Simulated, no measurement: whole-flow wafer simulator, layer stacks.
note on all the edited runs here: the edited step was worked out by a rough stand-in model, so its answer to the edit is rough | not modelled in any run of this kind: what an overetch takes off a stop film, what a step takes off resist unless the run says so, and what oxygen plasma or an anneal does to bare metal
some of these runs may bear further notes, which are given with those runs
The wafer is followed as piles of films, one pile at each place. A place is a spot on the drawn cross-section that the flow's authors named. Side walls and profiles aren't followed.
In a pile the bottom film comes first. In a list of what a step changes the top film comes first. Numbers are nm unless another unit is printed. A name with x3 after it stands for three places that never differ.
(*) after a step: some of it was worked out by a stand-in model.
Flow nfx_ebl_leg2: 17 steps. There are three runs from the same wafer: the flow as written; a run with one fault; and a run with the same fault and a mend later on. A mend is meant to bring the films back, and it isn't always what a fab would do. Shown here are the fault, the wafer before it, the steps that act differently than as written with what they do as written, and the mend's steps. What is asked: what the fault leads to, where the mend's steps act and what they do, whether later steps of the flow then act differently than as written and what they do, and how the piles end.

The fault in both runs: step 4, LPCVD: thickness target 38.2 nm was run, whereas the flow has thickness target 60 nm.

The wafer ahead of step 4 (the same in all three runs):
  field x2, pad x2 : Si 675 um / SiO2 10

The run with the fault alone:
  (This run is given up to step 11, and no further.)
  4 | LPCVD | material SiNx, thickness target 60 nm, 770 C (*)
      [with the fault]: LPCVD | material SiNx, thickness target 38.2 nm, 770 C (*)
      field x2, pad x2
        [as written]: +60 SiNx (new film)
        [with the fault]: +38.2 SiNx (new film)
  None of the later steps of the flow up to step 11 acts differently than as written at any place that is followed.
  The piles after step 11 differ from the flow's at field x2, pad x2 by more than 2% or 0.5 nm, whichever is larger.
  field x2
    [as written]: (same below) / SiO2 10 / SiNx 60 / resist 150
    [with the fault]: (same below) / SiO2 10 / SiNx 38.2 / resist 150
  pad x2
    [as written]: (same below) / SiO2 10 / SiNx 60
    [with the fault]: (same below) / SiO2 10 / SiNx 38.2

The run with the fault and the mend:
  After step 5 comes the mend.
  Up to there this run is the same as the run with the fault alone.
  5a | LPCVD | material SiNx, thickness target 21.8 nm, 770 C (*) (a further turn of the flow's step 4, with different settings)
      field x2, pad x2
        +21.8 SiNx
  None of the later steps of the flow acts differently than as written at any place that is followed.
  At every place that both follow, the piles at the end match the flow's.
